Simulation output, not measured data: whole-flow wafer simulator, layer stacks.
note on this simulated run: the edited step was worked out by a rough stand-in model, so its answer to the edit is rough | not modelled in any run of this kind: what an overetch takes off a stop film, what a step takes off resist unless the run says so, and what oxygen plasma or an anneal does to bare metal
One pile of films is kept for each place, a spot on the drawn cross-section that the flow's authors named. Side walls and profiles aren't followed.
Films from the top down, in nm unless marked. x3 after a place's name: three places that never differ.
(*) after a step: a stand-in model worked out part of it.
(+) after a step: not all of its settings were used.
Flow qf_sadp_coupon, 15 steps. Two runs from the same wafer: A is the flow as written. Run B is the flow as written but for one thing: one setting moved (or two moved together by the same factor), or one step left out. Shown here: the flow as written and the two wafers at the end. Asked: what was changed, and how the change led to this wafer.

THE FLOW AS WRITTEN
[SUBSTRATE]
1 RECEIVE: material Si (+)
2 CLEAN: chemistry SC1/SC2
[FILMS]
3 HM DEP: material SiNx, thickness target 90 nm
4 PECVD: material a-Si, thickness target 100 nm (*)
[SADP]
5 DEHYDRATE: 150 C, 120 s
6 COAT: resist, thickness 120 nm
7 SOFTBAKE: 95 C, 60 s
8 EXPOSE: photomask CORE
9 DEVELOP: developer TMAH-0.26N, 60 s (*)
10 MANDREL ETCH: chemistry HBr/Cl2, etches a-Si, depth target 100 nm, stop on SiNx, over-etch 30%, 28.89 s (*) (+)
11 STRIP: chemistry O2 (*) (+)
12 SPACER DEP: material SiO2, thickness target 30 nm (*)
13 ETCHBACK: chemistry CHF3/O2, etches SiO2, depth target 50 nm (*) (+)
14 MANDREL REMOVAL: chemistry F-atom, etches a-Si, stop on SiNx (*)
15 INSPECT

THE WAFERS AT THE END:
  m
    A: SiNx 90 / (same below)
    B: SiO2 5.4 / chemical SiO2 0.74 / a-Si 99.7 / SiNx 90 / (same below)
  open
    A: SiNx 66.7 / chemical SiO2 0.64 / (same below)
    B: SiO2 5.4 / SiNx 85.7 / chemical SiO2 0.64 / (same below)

The cause: step 13, ETCHBACK: depth target 24.6 nm was run, where the flow has depth target 50 nm.

How the change led to this, step by step:
  13 ETCHBACK: chemistry CHF3/O2, etches SiO2, depth target 50 nm (*) (+)
      m: A SiO2 -30 (all of it), chemical SiO2 -0.74 (all of it), a-Si -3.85 | B SiO2 -24.6
      open: A SiO2 -30 (all of it), SiNx -19 | B SiO2 -24.6
  14 MANDREL REMOVAL: chemistry F-atom, etches a-Si, stop on SiNx (*)
      m: A a-Si -95.8 (all of it) | B nothing
